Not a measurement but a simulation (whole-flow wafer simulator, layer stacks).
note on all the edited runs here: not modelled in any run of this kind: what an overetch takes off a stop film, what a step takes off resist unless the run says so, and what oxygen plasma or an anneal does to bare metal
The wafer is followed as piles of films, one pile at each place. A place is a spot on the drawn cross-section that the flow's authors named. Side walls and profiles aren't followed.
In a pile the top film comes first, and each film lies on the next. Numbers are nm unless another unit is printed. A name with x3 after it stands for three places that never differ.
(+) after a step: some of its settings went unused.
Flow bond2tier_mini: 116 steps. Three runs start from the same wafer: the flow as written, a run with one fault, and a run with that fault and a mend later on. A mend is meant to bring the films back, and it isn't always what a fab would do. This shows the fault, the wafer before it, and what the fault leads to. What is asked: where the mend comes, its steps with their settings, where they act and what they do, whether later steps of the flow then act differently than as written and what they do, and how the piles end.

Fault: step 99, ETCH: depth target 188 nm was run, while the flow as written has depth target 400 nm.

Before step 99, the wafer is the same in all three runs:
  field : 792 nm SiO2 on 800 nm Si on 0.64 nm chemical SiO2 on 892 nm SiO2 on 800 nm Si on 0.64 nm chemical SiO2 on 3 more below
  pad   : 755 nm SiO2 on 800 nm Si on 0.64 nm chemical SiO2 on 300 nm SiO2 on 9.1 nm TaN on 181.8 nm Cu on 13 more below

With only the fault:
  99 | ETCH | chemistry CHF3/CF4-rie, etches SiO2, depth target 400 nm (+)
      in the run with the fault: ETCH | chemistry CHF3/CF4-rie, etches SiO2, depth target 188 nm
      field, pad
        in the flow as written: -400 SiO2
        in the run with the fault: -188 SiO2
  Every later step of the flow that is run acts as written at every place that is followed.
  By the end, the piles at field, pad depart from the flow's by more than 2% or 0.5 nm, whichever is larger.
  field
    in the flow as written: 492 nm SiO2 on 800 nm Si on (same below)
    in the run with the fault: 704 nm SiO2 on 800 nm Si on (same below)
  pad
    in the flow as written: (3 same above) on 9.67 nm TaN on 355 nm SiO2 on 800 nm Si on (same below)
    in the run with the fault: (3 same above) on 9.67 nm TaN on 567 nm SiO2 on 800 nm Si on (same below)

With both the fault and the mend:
  After step 99 comes the mend.
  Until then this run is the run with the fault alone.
  99a | ETCH | chemistry CHF3/CF4-rie, etches SiO2, depth target 212 nm (+) (a further turn of the flow's step 99, with different settings)
      field, pad
        -212 SiO2
  Every later step of the flow that is run acts as written at every place that is followed.
  At every place that both follow, the piles at the end match the flow's.
